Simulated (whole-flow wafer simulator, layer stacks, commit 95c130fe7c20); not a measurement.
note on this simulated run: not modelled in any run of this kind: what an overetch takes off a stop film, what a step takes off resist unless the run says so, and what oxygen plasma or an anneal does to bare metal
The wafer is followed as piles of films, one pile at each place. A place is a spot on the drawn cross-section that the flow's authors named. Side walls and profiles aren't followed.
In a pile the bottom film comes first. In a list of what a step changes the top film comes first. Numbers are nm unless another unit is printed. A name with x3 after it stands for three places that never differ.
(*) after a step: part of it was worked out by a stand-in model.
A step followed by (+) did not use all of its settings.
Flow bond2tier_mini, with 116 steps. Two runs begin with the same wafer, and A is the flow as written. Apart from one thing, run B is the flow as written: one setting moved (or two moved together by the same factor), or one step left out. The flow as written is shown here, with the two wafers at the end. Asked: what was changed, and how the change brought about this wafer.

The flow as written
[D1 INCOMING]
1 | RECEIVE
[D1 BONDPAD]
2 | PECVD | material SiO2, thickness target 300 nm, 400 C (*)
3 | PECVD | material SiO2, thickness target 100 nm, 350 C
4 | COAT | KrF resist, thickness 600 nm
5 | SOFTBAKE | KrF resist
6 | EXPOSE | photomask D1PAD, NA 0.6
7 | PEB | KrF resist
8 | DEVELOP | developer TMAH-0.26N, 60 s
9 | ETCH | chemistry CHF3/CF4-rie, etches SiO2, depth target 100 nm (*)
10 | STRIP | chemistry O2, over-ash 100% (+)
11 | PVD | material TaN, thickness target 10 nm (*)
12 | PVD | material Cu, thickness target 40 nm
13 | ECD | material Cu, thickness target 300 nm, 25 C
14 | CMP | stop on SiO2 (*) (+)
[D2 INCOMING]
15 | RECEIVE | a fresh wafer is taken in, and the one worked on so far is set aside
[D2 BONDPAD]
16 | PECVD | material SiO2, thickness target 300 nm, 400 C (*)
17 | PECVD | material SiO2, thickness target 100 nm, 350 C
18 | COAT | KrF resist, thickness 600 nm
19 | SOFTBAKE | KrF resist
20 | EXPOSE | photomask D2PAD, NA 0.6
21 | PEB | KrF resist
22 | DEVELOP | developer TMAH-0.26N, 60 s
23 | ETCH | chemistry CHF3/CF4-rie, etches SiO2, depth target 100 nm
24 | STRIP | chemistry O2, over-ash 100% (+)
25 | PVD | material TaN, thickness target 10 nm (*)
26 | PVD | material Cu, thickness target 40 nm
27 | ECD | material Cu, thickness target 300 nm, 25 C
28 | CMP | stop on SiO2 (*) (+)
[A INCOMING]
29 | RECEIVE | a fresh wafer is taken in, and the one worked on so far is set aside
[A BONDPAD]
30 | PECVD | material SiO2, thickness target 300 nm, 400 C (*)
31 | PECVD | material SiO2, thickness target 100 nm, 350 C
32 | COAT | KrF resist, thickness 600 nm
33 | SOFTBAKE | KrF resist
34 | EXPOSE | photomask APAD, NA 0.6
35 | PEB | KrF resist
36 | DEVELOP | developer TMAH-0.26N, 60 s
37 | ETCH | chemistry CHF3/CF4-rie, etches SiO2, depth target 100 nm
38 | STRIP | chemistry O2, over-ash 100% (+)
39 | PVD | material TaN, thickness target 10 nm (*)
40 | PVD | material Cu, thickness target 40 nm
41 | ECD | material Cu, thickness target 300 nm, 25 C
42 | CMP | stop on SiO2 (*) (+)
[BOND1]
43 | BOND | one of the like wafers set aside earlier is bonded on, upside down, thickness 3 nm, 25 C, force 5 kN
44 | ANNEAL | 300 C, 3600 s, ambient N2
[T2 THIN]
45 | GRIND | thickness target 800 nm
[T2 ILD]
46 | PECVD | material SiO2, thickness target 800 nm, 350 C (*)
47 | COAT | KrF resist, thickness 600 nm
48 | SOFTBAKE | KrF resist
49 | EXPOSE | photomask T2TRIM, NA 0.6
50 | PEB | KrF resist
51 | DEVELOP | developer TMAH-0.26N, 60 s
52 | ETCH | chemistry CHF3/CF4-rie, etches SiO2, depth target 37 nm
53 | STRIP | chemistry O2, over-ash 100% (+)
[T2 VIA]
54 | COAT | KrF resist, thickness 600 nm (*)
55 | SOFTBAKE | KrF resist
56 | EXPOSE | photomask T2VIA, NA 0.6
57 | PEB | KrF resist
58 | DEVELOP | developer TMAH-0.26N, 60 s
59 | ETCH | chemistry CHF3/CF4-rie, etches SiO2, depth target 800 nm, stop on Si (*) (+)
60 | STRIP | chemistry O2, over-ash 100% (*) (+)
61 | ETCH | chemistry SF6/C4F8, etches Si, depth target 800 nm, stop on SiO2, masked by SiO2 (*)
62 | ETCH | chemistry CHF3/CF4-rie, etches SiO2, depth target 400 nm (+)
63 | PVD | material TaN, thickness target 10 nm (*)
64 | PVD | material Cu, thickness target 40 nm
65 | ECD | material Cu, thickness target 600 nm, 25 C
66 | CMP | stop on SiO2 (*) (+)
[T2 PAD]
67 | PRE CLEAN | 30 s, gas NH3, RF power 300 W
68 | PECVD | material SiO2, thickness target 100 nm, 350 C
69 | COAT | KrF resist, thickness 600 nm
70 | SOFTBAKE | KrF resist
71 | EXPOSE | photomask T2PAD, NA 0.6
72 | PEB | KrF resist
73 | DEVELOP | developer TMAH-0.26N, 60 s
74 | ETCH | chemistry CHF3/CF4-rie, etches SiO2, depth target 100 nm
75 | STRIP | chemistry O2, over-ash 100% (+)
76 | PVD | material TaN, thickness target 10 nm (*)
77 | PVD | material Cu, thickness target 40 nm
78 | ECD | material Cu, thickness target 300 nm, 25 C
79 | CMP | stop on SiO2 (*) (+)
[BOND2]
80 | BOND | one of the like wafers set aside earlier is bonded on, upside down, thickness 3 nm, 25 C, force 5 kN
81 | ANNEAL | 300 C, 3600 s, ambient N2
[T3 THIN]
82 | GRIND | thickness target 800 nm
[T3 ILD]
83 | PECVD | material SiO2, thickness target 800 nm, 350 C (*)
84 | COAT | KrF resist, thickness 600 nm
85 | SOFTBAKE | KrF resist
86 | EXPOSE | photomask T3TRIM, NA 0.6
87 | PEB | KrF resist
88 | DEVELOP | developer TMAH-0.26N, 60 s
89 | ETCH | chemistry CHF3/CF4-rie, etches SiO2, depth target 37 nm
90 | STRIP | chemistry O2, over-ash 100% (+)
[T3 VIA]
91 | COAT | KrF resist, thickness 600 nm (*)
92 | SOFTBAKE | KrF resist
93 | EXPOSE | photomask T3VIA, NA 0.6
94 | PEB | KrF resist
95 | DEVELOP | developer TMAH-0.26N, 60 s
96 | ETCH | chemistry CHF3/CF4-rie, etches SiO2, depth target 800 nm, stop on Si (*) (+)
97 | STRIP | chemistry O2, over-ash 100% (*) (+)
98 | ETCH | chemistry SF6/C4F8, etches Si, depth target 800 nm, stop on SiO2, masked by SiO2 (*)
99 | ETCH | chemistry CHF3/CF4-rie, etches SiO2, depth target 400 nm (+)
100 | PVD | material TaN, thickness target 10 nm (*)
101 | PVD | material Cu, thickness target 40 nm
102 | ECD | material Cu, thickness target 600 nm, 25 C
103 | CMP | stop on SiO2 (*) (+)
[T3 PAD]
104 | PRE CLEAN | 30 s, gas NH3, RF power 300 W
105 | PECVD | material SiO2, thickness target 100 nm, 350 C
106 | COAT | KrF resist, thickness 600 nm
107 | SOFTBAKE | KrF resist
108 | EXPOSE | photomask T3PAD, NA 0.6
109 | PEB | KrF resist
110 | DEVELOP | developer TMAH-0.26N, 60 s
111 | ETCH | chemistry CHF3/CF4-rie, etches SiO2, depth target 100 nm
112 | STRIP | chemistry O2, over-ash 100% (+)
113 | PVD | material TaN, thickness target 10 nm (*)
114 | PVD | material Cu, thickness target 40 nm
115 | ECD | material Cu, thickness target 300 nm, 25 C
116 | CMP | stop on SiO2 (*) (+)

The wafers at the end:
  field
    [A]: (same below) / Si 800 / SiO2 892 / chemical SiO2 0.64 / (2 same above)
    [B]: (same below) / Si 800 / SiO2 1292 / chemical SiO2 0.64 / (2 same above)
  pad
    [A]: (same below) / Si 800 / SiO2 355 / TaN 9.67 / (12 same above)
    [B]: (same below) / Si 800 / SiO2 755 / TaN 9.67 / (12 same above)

The reason: step 62, ETCH: chemistry CHF3/CF4-rie, etches SiO2, depth target 400 nm (+), was omitted.

How this came from the change, step by step:
  (no step that both runs have acts differently)
